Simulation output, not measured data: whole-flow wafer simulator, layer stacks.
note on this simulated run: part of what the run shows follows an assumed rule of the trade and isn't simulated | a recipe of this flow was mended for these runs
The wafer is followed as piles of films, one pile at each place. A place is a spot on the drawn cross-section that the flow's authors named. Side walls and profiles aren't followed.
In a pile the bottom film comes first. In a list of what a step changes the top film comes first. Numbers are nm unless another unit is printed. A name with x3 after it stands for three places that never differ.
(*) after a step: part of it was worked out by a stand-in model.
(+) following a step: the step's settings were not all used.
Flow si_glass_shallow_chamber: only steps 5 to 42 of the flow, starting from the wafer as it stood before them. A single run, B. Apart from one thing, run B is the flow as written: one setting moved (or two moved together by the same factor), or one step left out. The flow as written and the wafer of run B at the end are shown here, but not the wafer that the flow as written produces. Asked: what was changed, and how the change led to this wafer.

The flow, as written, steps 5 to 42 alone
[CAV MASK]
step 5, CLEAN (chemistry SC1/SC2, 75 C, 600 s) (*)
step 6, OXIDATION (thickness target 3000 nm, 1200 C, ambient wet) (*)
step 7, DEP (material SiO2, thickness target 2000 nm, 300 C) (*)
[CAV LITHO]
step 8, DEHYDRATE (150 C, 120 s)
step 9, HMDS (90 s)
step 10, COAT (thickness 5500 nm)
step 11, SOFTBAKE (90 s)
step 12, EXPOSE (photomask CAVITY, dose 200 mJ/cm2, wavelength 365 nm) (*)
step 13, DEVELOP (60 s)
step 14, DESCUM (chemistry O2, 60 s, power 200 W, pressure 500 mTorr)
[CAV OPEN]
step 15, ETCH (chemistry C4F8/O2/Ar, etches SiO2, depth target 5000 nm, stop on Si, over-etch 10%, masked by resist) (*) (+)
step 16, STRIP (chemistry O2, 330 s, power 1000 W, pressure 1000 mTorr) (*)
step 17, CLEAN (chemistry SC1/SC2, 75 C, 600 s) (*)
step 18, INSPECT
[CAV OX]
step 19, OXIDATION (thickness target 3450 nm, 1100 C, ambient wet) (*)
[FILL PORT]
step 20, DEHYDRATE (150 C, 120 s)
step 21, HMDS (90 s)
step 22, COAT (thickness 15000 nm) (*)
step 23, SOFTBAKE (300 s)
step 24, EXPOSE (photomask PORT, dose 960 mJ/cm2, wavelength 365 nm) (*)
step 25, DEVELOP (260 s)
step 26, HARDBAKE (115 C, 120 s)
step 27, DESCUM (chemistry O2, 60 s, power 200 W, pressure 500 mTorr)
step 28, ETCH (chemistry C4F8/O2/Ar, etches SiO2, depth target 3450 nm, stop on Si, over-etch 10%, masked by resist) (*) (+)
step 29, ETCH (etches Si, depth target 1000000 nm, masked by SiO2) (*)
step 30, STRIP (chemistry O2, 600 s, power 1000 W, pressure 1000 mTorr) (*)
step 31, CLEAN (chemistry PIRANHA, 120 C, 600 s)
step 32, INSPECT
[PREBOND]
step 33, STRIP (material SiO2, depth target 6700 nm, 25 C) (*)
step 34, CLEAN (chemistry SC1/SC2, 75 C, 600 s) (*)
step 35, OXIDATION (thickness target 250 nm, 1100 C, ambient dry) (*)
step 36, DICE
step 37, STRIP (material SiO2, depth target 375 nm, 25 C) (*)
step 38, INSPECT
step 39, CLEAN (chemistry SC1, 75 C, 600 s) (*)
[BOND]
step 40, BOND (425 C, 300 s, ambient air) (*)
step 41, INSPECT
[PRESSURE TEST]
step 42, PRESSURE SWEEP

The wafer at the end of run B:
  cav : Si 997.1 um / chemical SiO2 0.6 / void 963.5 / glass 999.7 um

What caused this: step 15, ETCH: depth target 4400 nm was run, whereas the flow has depth target 5000 nm.

The path from the change to this, step by step:
  step 15, ETCH (chemistry C4F8/O2/Ar, etches SiO2, depth target 5000 nm, stop on Si, over-etch 10%, masked by resist) (*) (+)
      cav, port: SiO2 loses 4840 (it would be, as written: SiO2 loses 5000 (all of it), Si loses 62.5)
      rim, ramp, septum, ring: thick-i-line-resist loses 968 (it would be, as written: thick-i-line-resist loses 1100)
  step 16, STRIP (chemistry O2, 330 s, power 1000 W, pressure 1000 mTorr) (*)
      cav, port: nothing (it would be, as written: chemical SiO2 gains 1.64 (new film), Si loses 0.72)
      rim, ramp, septum, ring: thick-i-line-resist loses 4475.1 (all of it) (it would be, as written: thick-i-line-resist loses 4343.1 (all of it))
  step 17, CLEAN (chemistry SC1/SC2, 75 C, 600 s) (*)
      cav, port: SiO2 loses 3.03 (it would be, as written: chemical SiO2 loses 1.04, Si loses 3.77)
  step 19, OXIDATION (thickness target 3450 nm, 1100 C, ambient wet) (*)
      cav, port: SiO2 gains 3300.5, Si loses 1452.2 (it would be, as written: SiO2 gains 3450 (new film), chemical SiO2 loses 0.6 (all of it), Si loses 1517.7)
  step 22, COAT (thickness 15000 nm) (*)
      rim: thick-i-line-resist gains 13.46 um (new film) (it would be, as written: thick-i-line-resist gains 13.4 um (new film))
      ramp: thick-i-line-resist gains 12.97 um (new film) (it would be, as written: thick-i-line-resist gains 12.89 um (new film))
      (and at 3 other places as well)
  step 23, SOFTBAKE (300 s)
      rim: thick-i-line-resist loses 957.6 (it would be, as written: thick-i-line-resist loses 997)
      ramp: thick-i-line-resist loses 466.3 (it would be, as written: thick-i-line-resist loses 487.1)
      (and at 4 other places as well)
  step 25, DEVELOP (260 s)
      port: thick-i-line-resist loses 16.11 um (all of it) (it would be, as written: thick-i-line-resist loses 16.16 um (all of it))
  step 28, ETCH (chemistry C4F8/O2/Ar, etches SiO2, depth target 3450 nm, stop on Si, over-etch 10%, masked by resist) (*) (+)
      port: SiO2 loses 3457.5 (all of it), Si loses 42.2 (it would be, as written: SiO2 loses 3450 (all of it), Si loses 43.1)
  step 29, ETCH (etches Si, depth target 1000000 nm, masked by SiO2) (*)
      rim, ramp: thick-i-line-resist loses 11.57 um (all of it), SiO2 loses 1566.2 (it would be, as written: thick-i-line-resist loses 11.47 um (all of it), SiO2 loses 1617.3)
      port: hole gains 997.18 um (new film), Si loses 997.18 um (all of it) (it would be, as written: hole gains 997.05 um (new film), Si loses 997.05 um (all of it))
      (and at 2 other places as well)
  step 30, STRIP (chemistry O2, 600 s, power 1000 W, pressure 1000 mTorr) (*)
      cav: thick-i-line-resist loses 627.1 (all of it) (it would be, as written: thick-i-line-resist loses 669.6 (all of it))
  step 40, BOND (425 C, 300 s, ambient air) (*)
      cav: glass gains 999.7 um (new film), void gains 963.5 (new film) (it would be, as written: glass gains 999.7 um (new film), void gains 1095.9 (new film))
      port: glass gains 999.7 um (new film), hole gains 883.8 (it would be, as written: glass gains 999.7 um (new film), hole gains 1017.3)
